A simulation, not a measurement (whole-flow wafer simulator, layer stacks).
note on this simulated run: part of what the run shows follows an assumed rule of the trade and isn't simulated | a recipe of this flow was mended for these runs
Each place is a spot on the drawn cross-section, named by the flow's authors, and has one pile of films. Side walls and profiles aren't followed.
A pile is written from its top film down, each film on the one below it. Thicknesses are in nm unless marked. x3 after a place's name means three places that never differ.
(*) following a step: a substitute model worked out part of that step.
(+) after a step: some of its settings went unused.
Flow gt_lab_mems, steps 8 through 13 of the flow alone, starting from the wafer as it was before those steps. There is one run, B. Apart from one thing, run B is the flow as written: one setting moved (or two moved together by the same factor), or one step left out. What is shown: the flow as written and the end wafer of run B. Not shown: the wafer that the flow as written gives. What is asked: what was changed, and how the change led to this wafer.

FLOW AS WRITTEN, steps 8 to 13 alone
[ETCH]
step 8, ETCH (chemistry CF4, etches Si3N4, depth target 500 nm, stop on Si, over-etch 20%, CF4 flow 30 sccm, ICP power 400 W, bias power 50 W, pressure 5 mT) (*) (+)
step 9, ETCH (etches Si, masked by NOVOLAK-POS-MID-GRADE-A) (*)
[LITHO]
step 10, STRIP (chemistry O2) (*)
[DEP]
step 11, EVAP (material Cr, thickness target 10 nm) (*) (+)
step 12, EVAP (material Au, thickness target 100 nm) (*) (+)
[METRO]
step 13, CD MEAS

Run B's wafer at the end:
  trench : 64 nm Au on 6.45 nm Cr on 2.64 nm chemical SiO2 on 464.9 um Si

What caused this: step 8, ETCH: depth target 650 nm was run, though the flow has depth target 500 nm.

How this came from the change, step by step:
  step 8, ETCH (chemistry CF4, etches Si3N4, depth target 500 nm, stop on Si, over-etch 20%, CF4 flow 30 sccm, ICP power 400 W, bias power 50 W, pressure 5 mT) (*) (+)
      field: g/i-line-resist loses 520 (it would be, as written: g/i-line-resist loses 400)
      trench: Si3N4 loses 500 (all of it), chemical SiO2 loses 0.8 (all of it), Si loses 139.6 (it would be, as written: Si3N4 loses 500 (all of it), chemical SiO2 loses 0.8 (all of it), Si loses 49.6)
  step 10, STRIP (chemistry O2) (*)
      field: g/i-line-resist loses 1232 (all of it) (it would be, as written: g/i-line-resist loses 1352 (all of it))
